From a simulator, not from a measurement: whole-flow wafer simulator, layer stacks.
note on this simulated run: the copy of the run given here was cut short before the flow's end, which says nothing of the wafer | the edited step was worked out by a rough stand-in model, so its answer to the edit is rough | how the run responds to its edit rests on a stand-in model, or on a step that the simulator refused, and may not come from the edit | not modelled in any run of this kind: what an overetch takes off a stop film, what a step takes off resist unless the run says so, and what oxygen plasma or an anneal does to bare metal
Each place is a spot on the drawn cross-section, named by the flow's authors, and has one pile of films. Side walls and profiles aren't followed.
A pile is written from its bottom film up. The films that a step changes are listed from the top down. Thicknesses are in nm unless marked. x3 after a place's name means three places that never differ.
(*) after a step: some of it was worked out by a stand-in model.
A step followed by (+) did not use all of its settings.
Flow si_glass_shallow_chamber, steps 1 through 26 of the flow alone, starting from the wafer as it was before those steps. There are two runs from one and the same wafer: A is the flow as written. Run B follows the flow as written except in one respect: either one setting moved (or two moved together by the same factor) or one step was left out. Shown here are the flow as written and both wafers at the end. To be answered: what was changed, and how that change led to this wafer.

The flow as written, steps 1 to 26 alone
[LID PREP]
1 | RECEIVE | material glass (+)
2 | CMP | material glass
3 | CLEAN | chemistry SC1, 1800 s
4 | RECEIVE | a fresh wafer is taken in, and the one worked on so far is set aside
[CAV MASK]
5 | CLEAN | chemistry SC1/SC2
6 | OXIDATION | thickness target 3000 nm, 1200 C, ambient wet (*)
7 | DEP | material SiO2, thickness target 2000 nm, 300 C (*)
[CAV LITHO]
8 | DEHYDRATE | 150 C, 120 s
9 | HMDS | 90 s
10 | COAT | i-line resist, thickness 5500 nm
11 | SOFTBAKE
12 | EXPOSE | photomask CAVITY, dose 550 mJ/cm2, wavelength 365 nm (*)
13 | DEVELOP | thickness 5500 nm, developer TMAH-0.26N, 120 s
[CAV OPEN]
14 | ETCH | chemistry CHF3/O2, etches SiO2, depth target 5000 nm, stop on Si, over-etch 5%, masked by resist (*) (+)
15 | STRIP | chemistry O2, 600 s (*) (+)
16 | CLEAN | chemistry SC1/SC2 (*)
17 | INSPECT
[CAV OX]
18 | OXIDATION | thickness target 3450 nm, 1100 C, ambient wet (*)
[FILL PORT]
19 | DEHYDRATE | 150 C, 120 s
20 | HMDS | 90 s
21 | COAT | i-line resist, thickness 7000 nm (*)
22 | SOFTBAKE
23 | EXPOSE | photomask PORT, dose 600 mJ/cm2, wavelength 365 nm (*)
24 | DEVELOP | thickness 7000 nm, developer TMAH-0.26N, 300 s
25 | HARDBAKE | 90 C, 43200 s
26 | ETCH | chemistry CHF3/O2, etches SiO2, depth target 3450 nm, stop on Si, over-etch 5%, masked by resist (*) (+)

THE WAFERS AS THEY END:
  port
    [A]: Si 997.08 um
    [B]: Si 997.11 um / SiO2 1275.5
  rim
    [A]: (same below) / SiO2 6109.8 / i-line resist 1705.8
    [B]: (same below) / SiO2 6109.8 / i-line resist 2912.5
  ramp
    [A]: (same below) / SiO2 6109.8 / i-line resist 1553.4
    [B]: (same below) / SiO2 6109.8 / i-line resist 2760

Cause: step 26, ETCH: depth target 2071 nm was run, whereas the flow has depth target 3450 nm.

The path from the change to this, step by step:
  26 | ETCH | chemistry CHF3/O2, etches SiO2, depth target 3450 nm, stop on Si, over-etch 5%, masked by resist (*) (+)
      port: A SiO2 loses 3450 (all of it), Si loses 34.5 | B SiO2 loses 2174.6
      rim, ramp, cav, ring: A i-line resist loses 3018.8 | B i-line resist loses 1812.1
      (and at 1 other place as well)
